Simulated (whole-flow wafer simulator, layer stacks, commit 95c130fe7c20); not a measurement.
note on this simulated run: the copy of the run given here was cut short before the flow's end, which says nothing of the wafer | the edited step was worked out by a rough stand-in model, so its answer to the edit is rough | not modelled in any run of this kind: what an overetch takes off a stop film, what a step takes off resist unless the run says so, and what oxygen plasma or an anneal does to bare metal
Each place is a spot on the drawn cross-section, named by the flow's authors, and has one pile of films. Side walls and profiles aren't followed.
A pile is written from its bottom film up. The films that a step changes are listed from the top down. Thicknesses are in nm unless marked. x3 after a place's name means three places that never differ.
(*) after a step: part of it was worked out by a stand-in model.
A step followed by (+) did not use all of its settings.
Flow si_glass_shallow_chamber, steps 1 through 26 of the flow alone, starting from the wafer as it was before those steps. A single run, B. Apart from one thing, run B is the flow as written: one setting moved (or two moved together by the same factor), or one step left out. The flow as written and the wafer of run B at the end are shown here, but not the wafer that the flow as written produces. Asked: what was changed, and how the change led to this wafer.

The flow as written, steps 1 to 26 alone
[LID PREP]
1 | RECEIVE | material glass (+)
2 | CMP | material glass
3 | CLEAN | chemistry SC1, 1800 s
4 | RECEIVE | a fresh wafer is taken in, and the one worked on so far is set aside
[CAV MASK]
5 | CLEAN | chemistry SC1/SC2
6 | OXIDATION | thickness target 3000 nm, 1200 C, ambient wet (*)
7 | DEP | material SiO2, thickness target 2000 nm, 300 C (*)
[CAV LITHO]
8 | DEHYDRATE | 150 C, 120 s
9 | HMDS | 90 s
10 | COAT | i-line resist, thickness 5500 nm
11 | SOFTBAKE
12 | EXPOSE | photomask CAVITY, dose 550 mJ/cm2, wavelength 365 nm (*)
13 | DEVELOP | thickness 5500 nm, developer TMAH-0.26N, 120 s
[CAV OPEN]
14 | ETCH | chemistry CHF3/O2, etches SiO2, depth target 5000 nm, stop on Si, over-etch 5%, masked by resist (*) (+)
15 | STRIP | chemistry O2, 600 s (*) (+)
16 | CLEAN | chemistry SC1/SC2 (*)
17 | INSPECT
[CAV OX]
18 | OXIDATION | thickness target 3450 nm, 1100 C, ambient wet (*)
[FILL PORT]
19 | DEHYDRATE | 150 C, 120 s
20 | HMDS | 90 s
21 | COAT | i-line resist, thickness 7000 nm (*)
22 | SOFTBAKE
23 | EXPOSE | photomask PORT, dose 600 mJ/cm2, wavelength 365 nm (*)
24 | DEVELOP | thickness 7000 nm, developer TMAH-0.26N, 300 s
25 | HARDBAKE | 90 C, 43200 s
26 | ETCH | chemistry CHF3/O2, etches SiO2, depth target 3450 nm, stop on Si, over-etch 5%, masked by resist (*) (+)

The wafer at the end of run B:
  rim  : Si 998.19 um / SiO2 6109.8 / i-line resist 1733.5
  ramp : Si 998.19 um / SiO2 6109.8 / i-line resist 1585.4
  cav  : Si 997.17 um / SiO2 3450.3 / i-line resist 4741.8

The reason: step 14, ETCH: depth target 4750 nm was run, though the flow has depth target 5000 nm.

How this came from the change, step by step:
  14 | ETCH | chemistry CHF3/O2, etches SiO2, depth target 5000 nm, stop on Si, over-etch 5%, masked by resist (*) (+)
      cav, port: SiO2 loses 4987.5 (as written it would have been: SiO2 loses 5000 (all of it), Si loses 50)
      rim, ramp, septum, ring: i-line resist loses 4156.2 (as written it would have been: i-line resist loses 4375)
  15 | STRIP | chemistry O2, 600 s (*) (+)
      cav, port: nothing (as written it would have been: chemical SiO2 gains 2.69 (new film), Si loses 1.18)
      rim, ramp, septum, ring: i-line resist loses 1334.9 (all of it) (as written it would have been: i-line resist loses 1116.2 (all of it))
  18 | OXIDATION | thickness target 3450 nm, 1100 C, ambient wet (*)
      cav, port: SiO2 gains 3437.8, Si loses 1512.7 (as written it would have been: SiO2 gains 3450 (new film), chemical SiO2 loses 2.69 (all of it), Si loses 1516.8)
